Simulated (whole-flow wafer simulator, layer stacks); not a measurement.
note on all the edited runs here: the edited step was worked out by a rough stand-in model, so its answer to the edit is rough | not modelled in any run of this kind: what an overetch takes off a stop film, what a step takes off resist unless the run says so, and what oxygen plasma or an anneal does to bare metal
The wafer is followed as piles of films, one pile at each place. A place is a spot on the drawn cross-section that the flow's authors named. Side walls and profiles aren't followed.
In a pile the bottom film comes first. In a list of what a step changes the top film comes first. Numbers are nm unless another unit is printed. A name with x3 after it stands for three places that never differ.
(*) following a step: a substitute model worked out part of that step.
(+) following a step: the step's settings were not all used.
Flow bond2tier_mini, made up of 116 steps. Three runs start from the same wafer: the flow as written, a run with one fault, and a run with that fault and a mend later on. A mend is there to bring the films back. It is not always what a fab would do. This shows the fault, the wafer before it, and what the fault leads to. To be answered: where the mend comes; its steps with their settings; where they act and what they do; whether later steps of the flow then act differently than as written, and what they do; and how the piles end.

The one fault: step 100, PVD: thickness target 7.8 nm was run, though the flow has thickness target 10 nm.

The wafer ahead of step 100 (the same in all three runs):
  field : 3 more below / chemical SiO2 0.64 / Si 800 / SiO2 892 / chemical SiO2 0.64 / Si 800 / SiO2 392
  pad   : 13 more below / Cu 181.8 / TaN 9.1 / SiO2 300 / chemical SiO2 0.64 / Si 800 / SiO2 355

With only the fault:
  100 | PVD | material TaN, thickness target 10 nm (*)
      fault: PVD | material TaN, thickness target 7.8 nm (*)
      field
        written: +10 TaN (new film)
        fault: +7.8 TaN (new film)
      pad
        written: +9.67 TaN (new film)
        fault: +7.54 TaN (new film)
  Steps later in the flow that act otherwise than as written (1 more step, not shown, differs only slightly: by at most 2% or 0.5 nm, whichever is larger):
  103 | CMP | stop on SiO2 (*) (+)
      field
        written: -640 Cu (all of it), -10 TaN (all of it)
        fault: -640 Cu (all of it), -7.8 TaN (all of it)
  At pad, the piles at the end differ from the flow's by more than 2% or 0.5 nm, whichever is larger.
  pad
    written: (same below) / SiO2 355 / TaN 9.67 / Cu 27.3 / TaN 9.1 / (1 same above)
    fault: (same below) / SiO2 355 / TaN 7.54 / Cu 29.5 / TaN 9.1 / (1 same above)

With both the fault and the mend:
  After step 100 comes the mend.
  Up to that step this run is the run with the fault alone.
  100a | PVD | material TaN, thickness target 2.2 nm (*) (the flow's step 100 again, with other settings)
      field
        +2.2 TaN
      pad
        +2.13 TaN
  Later steps of the flow that are run all act as written at every place that is followed.
  The piles end the same as the flow's at every place that both follow.
